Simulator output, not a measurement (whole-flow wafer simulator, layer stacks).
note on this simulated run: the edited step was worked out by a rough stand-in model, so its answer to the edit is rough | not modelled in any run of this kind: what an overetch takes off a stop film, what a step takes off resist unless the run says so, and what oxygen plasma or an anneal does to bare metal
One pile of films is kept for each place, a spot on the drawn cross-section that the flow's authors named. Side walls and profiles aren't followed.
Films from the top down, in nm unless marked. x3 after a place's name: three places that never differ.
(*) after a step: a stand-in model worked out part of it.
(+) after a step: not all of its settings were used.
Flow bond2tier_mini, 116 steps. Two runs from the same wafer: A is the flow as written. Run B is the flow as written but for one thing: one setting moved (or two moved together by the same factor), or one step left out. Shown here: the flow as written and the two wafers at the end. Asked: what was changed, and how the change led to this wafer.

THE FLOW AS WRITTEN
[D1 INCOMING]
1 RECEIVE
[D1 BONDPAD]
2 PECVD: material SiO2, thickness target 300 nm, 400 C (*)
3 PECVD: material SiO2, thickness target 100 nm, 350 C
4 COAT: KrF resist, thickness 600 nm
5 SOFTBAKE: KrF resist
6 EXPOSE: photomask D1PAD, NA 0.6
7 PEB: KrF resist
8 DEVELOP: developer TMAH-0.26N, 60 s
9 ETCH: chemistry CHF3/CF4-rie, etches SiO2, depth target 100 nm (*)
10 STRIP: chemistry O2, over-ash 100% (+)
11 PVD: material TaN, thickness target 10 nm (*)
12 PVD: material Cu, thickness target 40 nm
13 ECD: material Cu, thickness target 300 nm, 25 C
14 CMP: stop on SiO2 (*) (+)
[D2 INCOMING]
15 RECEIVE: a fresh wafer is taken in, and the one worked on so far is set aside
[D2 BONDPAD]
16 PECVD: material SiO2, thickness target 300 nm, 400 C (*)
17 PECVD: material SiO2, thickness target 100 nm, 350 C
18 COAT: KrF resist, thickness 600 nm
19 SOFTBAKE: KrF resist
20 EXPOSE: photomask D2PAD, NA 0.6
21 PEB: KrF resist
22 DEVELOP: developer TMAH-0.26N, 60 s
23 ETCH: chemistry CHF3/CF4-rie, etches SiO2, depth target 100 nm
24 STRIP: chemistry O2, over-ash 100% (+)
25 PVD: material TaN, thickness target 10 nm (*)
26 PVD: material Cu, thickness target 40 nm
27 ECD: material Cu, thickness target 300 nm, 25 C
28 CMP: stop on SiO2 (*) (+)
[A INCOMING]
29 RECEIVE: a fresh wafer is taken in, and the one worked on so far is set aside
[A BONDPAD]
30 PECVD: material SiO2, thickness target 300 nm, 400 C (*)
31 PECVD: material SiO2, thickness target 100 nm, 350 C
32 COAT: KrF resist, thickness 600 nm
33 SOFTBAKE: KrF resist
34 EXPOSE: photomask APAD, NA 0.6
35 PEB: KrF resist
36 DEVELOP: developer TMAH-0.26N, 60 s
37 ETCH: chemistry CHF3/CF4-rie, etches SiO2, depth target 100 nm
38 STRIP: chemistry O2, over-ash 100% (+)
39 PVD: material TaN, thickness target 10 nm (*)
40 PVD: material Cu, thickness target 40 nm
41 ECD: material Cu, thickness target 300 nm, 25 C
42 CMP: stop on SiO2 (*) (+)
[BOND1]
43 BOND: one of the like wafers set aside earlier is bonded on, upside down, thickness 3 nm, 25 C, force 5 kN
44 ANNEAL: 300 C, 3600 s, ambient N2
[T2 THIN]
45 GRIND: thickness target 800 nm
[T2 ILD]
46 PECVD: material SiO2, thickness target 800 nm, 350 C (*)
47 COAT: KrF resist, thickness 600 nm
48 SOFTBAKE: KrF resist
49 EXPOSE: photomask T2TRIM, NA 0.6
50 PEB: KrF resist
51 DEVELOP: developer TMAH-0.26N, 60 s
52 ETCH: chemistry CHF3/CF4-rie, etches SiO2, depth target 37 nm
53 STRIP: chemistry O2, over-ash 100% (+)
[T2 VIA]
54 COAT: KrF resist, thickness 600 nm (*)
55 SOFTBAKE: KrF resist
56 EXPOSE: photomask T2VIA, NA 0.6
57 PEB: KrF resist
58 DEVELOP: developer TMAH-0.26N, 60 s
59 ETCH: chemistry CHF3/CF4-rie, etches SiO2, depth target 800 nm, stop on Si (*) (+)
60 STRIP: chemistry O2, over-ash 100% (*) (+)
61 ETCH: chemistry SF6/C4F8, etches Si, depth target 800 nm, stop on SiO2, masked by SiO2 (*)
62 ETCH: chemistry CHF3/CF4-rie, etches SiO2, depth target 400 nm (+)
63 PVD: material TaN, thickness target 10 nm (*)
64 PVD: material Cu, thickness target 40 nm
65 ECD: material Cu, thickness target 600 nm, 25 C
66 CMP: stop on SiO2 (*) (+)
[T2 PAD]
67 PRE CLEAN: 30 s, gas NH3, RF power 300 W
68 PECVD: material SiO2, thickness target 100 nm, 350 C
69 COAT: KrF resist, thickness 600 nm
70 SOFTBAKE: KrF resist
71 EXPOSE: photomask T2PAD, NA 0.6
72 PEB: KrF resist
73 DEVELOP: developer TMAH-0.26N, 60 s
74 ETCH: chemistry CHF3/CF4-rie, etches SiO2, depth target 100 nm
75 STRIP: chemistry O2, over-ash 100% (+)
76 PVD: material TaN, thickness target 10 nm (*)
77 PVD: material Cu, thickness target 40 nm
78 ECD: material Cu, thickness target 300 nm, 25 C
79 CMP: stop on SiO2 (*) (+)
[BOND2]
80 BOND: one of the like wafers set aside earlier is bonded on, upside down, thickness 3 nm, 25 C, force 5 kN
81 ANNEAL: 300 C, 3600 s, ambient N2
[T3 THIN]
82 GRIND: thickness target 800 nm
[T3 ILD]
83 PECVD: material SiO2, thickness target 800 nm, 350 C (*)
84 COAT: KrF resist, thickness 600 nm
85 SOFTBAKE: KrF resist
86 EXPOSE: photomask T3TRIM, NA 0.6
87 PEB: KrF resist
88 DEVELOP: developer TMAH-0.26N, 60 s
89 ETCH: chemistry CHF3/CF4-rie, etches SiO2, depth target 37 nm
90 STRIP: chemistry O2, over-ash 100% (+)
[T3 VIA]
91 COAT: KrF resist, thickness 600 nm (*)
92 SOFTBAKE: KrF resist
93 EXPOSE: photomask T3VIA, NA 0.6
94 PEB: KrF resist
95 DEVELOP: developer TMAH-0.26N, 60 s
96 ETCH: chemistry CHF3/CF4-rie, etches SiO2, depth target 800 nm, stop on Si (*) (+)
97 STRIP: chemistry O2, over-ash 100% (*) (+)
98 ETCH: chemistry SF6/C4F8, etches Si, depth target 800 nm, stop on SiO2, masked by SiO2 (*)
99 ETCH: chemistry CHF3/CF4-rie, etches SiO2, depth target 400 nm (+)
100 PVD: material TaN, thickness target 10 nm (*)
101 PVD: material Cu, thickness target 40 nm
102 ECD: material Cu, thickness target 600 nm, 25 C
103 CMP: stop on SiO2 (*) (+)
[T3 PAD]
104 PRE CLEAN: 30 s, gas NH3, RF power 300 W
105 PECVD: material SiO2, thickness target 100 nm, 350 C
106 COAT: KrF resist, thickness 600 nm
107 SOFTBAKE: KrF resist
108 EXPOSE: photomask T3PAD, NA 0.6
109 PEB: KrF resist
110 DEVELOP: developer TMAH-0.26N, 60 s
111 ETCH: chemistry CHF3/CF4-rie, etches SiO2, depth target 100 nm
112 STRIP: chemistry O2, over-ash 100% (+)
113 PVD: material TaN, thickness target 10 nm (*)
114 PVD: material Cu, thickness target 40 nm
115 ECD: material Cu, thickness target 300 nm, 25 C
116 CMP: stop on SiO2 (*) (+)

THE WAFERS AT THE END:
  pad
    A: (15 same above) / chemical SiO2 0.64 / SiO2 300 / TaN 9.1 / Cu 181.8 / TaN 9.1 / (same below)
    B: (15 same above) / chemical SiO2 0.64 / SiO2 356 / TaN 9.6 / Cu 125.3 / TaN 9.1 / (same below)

The cause: step 9, ETCH: depth target 44 nm was run, where the flow has depth target 100 nm.

How the change led to this, step by step:
  9 ETCH: chemistry CHF3/CF4-rie, etches SiO2, depth target 100 nm (*)
      pad, via: A SiO2 -100 | B SiO2 -44
      field: A KrF resist -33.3 | B KrF resist -14.7
  10 STRIP: chemistry O2, over-ash 100% (+)
      field: A KrF resist -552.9 (all of it) | B KrF resist -571.6 (all of it)
  12 PVD: material Cu, thickness target 40 nm
      pad: A Cu +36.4 (new film) | B Cu +38.4 (new film)
  13 ECD: material Cu, thickness target 300 nm, 25 C
      pad: A Cu +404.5 | B Cu +346
      via: A Cu +400.2 | B Cu +344
  43 BOND: one of the like wafers set aside earlier is bonded on, upside down, thickness 3 nm, 25 C, force 5 kN
      pad: A Si +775 um (new film), chemical SiO2 +0.64 (new film), SiO2 +300 (new film), TaN +9.1 (new film), Cu +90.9 | B Si +775 um (new film), chemical SiO2 +0.64 (new film), SiO2 +356 (new film), TaN +9.6 (new film), Cu +34.4
      via: A Si +775 um (new film), chemical SiO2 +0.64 (new film), SiO2 +300 (new film), TaN +9.97 (new film), Cu +90 | B Si +775 um (new film), chemical SiO2 +0.64 (new film), SiO2 +356 (new film), TaN +10 (new film), Cu +34
